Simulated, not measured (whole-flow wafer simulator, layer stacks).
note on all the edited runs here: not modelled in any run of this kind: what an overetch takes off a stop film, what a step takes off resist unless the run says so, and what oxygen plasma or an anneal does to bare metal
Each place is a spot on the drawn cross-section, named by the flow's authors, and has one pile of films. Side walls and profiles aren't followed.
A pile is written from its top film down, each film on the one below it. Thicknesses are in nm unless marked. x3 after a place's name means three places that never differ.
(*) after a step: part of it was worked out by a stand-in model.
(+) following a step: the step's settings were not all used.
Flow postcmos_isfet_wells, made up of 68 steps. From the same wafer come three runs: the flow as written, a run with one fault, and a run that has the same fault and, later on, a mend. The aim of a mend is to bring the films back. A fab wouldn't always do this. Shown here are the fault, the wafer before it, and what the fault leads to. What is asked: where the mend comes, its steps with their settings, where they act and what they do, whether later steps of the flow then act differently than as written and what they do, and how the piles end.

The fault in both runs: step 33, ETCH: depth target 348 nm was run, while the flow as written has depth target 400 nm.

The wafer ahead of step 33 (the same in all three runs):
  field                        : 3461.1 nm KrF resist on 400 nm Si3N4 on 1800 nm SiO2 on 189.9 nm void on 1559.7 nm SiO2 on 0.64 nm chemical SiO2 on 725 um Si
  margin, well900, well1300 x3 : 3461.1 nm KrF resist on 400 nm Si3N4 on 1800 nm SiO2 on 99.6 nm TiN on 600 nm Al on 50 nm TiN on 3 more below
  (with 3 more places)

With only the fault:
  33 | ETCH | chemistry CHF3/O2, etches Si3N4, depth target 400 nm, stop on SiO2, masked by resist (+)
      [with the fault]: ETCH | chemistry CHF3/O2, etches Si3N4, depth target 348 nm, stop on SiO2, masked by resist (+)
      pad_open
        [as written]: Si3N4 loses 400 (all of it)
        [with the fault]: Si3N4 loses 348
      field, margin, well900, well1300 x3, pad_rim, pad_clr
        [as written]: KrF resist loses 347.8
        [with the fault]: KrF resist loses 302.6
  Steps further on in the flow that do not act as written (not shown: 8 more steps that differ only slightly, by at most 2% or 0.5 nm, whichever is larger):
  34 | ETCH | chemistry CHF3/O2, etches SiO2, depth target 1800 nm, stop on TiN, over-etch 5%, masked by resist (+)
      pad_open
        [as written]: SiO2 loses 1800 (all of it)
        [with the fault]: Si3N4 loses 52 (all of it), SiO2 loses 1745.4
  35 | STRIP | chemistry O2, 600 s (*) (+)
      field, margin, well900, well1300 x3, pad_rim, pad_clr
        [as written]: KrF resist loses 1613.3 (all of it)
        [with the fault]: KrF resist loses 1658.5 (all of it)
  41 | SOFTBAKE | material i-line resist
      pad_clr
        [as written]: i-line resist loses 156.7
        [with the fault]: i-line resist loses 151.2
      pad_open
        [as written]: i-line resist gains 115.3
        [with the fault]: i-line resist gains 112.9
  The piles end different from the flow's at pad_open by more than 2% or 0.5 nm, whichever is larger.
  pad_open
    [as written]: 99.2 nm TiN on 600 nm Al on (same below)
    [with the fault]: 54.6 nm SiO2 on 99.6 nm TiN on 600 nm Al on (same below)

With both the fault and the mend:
  After step 33 comes the mend.
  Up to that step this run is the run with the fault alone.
  33a | ETCH | chemistry CHF3/O2, etches Si3N4, depth target 52 nm, stop on SiO2, masked by resist (the flow's step 33, run once more with other settings)
      field, margin, well900, well1300 x3, pad_rim, pad_clr
        KrF resist loses 45.2
      pad_open
        Si3N4 loses 52 (all of it)
  Every later step of the flow that is run acts as written at every place that is followed.
  By the end, the piles equal the flow's at every place that both follow.
